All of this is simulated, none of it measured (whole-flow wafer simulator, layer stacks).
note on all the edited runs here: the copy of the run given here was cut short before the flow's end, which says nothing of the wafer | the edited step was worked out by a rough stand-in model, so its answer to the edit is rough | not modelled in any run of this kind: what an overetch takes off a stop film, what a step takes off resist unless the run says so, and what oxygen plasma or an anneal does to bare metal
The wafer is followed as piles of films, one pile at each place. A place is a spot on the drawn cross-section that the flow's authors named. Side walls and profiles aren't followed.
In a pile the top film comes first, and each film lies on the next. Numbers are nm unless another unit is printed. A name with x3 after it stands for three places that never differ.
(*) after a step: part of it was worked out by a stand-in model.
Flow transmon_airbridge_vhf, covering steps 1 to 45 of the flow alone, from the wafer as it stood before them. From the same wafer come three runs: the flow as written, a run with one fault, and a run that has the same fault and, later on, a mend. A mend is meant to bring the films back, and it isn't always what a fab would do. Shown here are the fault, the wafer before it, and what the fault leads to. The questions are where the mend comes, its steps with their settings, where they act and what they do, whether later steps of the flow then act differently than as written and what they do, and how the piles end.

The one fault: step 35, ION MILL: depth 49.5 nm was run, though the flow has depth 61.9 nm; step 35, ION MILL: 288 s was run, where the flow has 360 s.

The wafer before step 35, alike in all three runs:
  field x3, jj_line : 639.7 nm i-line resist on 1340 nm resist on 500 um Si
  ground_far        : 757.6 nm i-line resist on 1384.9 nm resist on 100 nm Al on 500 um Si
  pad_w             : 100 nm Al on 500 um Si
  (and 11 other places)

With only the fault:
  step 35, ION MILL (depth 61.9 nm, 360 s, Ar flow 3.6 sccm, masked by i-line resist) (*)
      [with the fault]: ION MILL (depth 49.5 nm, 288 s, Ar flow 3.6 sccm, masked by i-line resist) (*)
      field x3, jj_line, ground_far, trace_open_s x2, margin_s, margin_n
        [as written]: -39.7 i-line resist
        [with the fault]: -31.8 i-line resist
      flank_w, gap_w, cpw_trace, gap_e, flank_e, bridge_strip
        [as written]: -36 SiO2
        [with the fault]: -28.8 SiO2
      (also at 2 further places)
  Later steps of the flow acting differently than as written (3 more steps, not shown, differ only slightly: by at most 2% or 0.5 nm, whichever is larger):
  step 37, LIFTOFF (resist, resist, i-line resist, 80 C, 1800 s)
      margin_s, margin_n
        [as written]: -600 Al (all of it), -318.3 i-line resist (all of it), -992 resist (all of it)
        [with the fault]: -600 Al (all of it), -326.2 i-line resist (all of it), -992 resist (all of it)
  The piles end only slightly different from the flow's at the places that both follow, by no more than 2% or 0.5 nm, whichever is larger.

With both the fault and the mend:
  The mend follows step 35.
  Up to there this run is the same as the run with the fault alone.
  step 35a, ION MILL (depth 12.4 nm, 72.12 s, Ar flow 3.6 sccm, masked by i-line resist) (*) (the flow's step 35 again, with other settings)
      field x3, jj_line, ground_far, trace_open_s x2, margin_s, margin_n
        -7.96 i-line resist
      flank_w, gap_w, cpw_trace, gap_e, flank_e, bridge_strip
        -7.21 SiO2
      pad_w, pad_e
        -12.4 Al
  None of the later steps of the flow acts differently than as written at any place that is followed.
  At every place that both follow, the piles at the end match the flow's.
